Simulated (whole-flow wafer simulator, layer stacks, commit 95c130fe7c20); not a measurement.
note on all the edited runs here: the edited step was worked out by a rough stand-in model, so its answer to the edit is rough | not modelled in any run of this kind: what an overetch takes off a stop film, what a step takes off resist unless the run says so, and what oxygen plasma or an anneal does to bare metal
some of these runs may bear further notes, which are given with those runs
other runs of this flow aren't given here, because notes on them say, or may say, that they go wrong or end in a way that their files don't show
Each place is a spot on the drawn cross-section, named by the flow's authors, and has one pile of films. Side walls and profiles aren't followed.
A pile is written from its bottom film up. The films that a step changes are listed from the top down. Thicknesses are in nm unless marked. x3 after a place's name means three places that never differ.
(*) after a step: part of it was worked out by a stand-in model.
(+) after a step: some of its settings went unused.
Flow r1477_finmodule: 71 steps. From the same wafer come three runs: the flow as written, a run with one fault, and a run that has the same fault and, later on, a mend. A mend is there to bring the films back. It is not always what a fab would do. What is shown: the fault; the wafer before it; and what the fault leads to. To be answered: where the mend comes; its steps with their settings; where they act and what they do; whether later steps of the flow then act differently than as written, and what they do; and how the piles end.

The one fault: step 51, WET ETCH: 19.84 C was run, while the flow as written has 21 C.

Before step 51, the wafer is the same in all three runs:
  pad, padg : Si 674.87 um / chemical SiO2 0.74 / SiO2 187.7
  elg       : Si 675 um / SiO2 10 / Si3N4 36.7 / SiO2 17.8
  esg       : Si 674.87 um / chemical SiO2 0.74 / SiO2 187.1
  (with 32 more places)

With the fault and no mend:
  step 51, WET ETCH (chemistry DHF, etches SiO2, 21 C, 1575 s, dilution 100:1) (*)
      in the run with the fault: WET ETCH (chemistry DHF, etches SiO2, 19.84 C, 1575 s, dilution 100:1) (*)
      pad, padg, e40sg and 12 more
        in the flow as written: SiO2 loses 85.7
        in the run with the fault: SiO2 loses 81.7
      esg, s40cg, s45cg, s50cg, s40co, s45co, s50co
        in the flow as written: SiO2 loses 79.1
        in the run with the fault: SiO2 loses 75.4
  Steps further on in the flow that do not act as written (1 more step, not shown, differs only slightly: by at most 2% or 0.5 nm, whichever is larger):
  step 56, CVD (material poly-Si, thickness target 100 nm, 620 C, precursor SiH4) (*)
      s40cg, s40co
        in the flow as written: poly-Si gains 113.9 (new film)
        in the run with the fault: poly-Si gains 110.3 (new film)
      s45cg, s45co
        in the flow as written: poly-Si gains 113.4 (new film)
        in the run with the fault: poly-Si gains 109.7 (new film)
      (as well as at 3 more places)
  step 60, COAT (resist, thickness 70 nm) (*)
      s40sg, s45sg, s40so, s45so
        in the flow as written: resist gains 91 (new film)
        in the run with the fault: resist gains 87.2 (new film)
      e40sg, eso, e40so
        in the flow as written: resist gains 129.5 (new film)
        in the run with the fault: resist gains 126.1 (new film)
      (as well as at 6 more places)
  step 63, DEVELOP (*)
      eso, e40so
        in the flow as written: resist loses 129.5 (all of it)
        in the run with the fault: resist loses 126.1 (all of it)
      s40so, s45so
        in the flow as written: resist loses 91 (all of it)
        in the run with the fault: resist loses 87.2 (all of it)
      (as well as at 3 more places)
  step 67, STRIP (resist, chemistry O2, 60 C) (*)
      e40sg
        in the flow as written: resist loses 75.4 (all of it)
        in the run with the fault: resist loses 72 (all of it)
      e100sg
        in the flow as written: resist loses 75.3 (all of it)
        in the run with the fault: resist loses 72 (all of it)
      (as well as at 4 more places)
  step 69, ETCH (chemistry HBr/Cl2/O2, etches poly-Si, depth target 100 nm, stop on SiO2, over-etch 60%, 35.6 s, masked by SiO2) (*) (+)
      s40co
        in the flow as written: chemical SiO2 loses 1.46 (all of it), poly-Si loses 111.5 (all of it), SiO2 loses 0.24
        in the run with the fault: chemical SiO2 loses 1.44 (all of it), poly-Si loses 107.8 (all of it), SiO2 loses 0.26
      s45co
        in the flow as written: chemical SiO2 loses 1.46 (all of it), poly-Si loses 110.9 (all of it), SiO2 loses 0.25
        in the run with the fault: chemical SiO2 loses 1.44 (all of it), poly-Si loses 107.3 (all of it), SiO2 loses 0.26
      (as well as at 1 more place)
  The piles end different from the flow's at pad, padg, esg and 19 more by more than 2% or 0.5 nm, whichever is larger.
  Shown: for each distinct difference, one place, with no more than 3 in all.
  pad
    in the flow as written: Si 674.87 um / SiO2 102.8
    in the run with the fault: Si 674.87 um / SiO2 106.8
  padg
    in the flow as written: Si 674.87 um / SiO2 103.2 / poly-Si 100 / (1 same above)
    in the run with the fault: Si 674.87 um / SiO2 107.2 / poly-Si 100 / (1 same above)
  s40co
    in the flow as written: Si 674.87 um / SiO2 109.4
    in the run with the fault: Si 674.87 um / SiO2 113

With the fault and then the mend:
  The mend stands after step 51.
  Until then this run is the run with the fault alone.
  step 51a, WET ETCH (chemistry DHF, etches SiO2, 21 C, 78.75 s, dilution 100:1) (*) (a further turn of the flow's step 51, with different settings)
      pad, padg, e40sg and 12 more
        SiO2 loses 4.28
      elg, e40lg, e100lg, e200lg, elo, e40lo, e100lo, e200lo
        Si3N4 loses 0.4
      esg, s40cg, s45cg, s50cg, s40co, s45co, s50co
        SiO2 loses 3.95
  Every later step of the flow that is run acts as written, at every place that is followed, to within 2% or 0.5 nm, whichever is larger.
  At the end the piles are close to the flow's at the places that both follow, differing by at most 2% or 0.5 nm, whichever is larger.
